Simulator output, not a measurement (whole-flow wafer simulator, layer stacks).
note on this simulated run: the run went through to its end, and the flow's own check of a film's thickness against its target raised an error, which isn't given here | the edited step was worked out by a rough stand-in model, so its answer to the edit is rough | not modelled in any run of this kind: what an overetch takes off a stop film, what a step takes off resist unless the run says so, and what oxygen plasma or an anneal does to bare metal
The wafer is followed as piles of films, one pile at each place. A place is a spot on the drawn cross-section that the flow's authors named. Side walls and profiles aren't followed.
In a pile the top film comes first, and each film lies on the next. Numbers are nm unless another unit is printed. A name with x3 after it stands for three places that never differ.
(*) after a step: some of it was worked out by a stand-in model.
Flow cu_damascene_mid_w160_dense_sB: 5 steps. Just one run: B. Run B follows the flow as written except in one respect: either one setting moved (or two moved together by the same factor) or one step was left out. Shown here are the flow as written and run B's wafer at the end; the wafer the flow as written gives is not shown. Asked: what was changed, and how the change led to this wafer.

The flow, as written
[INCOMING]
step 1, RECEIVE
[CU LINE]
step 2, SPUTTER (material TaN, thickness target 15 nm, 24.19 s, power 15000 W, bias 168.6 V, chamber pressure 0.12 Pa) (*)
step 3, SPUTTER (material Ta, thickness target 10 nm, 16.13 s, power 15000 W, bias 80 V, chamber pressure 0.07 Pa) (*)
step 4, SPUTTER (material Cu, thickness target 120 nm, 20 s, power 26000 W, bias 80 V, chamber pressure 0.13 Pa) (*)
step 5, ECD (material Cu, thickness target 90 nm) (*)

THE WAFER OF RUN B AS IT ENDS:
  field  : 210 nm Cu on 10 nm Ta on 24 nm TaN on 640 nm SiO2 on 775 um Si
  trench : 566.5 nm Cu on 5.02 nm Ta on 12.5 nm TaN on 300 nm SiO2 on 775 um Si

The reason: step 2, SPUTTER: thickness target 24 nm was run, whereas the flow has thickness target 15 nm; step 2, SPUTTER: 38.7 s was run, where the flow has 24.19 s.
The wafer itself shows it: field has TaN 24, and step 2 as written asks for 15 nm.

Step by step, how the change led to this:
  step 2, SPUTTER (material TaN, thickness target 15 nm, 24.19 s, power 15000 W, bias 168.6 V, chamber pressure 0.12 Pa) (*)
      field: +24 TaN (new film) (as written it would have been: +15 TaN (new film))
      trench: +12.5 TaN (new film) (as written it would have been: +7.82 TaN (new film))
